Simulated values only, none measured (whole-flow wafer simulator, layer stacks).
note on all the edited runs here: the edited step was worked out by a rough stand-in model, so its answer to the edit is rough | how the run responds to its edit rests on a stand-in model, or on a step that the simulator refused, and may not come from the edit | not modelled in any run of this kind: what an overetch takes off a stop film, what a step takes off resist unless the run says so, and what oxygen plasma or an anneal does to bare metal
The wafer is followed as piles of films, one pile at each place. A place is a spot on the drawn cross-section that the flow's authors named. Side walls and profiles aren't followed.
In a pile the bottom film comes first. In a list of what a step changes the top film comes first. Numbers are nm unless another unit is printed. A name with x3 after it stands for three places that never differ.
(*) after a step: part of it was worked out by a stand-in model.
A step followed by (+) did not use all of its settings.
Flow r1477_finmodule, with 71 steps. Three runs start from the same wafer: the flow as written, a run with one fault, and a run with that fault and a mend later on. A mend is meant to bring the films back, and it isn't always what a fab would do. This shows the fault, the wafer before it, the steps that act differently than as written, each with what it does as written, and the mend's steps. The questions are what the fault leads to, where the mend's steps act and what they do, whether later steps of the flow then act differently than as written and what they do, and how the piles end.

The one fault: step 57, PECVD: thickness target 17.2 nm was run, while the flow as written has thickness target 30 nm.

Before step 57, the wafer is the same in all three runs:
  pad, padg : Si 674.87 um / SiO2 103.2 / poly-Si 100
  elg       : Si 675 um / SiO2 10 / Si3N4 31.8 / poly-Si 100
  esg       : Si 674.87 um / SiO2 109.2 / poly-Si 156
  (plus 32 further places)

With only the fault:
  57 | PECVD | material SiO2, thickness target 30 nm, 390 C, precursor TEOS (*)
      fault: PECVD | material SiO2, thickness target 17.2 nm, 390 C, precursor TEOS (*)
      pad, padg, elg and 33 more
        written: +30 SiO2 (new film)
        fault: +17.2 SiO2 (new film)
  Steps further on in the flow that do not act as written (not shown: 3 more steps that differ only slightly, by at most 2% or 0.5 nm, whichever is larger):
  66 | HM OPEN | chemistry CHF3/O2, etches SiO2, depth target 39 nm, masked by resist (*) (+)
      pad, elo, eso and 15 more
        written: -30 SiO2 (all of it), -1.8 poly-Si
        fault: -17.2 SiO2 (all of it), -1.72 poly-Si
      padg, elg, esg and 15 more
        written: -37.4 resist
        fault: -24.7 resist
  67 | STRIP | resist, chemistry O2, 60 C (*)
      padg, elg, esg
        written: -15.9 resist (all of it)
        fault: -28.5 resist (all of it)
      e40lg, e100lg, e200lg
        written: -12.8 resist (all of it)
        fault: -25.4 resist (all of it)
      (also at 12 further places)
  By the end, the piles at padg, elg, esg and 15 more depart from the flow's by more than 2% or 0.5 nm, whichever is larger.
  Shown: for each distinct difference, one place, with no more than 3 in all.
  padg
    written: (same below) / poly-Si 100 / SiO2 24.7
    fault: (same below) / poly-Si 100 / SiO2 11.9
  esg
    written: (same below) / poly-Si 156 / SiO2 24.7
    fault: (same below) / poly-Si 156 / SiO2 11.9
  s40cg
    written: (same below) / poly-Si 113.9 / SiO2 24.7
    fault: (same below) / poly-Si 113.9 / SiO2 11.9

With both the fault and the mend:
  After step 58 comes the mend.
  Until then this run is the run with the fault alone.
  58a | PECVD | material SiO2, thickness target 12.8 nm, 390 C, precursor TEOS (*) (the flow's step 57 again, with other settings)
      pad, padg, elg and 33 more
        +12.8 SiO2
  Every later step of the flow that is run acts as written at every place that is followed.
  At every place that both follow, the piles at the end match the flow's.
